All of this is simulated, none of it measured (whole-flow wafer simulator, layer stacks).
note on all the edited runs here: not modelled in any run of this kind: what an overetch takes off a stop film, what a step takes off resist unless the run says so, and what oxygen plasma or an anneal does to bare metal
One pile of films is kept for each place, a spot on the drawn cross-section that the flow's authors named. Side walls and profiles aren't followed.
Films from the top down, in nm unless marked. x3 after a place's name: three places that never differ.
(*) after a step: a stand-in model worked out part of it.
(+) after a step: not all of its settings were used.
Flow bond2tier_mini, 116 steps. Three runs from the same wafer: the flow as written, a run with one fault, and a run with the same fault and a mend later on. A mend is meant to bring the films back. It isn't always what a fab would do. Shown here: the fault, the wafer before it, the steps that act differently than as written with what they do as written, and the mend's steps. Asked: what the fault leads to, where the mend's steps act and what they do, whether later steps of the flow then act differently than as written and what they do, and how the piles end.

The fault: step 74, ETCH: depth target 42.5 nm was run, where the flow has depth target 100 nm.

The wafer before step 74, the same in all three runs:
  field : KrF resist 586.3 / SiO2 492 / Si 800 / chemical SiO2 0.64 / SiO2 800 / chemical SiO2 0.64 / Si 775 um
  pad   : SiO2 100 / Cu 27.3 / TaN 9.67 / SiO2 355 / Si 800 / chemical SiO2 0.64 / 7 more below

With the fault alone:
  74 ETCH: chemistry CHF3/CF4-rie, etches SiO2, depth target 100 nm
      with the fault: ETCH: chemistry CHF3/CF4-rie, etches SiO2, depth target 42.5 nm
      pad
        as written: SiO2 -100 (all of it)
        with the fault: SiO2 -42.5
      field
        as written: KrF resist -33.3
        with the fault: KrF resist -14.2
  Later steps of the flow that act differently than as written:
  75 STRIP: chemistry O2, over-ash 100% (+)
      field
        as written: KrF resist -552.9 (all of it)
        with the fault: KrF resist -572.1 (all of it)
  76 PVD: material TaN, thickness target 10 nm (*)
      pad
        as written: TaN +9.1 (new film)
        with the fault: TaN +9.62 (new film)
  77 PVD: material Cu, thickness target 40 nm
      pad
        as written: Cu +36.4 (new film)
        with the fault: Cu +38.5 (new film)
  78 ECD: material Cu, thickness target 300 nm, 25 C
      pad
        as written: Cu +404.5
        with the fault: Cu +344.4
  At the end the piles differ from the flow's by more than 2% or 0.5 nm, whichever is larger, at pad.
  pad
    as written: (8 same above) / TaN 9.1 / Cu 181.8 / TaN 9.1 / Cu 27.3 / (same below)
    with the fault: (8 same above) / TaN 9.1 / Cu 123.8 / TaN 9.62 / SiO2 57.5 / Cu 27.3 / (same below)

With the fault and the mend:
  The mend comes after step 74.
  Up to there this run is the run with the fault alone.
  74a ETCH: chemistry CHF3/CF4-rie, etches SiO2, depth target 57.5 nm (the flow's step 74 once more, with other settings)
      field
        KrF resist -19.2
      pad
        SiO2 -57.5 (all of it)
  No later step of the flow acts differently than as written at any place that is followed.
  At the end the piles are the same as the flow's at every place that both follow.
